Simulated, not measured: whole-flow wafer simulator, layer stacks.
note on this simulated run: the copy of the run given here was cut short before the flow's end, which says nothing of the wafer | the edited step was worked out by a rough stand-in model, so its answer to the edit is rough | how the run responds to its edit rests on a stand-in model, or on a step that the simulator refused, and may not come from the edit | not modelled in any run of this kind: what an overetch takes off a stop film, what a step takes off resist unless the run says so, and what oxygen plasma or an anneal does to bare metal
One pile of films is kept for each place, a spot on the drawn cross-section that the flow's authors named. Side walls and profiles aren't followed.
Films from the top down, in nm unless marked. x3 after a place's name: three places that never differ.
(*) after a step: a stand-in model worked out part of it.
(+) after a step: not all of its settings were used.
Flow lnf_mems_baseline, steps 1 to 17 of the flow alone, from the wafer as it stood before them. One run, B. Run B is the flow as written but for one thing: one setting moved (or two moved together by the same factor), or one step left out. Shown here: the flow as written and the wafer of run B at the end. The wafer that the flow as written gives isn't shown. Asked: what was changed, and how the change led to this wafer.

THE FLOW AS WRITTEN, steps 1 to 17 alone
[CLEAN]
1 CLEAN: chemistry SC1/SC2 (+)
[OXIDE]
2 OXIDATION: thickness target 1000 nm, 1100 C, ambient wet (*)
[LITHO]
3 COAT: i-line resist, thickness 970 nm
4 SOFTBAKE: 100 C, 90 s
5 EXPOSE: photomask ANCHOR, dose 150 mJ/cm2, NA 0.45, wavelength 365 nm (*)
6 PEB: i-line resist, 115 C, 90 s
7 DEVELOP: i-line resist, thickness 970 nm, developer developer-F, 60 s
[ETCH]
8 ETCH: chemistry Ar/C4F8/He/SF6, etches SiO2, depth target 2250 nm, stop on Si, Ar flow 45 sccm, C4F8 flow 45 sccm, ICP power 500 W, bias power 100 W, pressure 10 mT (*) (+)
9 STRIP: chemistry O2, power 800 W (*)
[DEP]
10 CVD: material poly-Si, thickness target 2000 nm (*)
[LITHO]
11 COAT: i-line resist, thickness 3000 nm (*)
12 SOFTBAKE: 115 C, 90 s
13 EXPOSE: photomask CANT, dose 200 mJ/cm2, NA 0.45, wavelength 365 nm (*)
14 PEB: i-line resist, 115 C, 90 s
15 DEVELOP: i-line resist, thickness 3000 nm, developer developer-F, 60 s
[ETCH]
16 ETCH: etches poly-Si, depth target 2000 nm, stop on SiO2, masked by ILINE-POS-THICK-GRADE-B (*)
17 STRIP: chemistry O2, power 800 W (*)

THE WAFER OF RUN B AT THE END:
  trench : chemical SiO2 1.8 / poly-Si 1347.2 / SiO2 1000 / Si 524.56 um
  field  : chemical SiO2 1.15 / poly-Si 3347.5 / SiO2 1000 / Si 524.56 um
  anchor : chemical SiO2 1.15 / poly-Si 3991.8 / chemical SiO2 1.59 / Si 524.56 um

The cause: step 10, CVD: thickness target 3348 nm was run, where the flow has thickness target 2000 nm.

How the change led to this, step by step:
  10 CVD: material poly-Si, thickness target 2000 nm (*)
      field, beam, trench, char_slit: poly-Si +3348 (new film) (as written it would be: poly-Si +2000 (new film))
      anchor: poly-Si +3992.3 (new film) (as written it would be: poly-Si +2322 (new film))
  11 COAT: i-line resist, thickness 3000 nm (*)
      anchor: i-line resist +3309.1 (new film) (as written it would be: i-line resist +3611.6 (new film))
  12 SOFTBAKE: 115 C, 90 s
      field: i-line resist -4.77 (as written it would be: i-line resist -6.66)
      anchor: i-line resist +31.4 (as written it would be: i-line resist +45.4)
      (and at 2 more places)
  14 PEB: i-line resist, 115 C, 90 s
      anchor: i-line resist -40.6 (as written it would be: i-line resist -46.1)
  16 ETCH: etches poly-Si, depth target 2000 nm, stop on SiO2, masked by ILINE-POS-THICK-GRADE-B (*)
      trench, char_slit: poly-Si -2000 (as written it would be: poly-Si -2000 (all of it))
  17 STRIP: chemistry O2, power 800 W (*)
      trench, char_slit: chemical SiO2 +1.8 (new film), poly-Si -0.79 (as written it would be: nothing)
      anchor: chemical SiO2 +1.15 (new film), i-line resist -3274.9 (all of it), poly-Si -0.5 (as written it would be: chemical SiO2 +1.17 (new film), i-line resist -3585.8 (all of it), poly-Si -0.52)
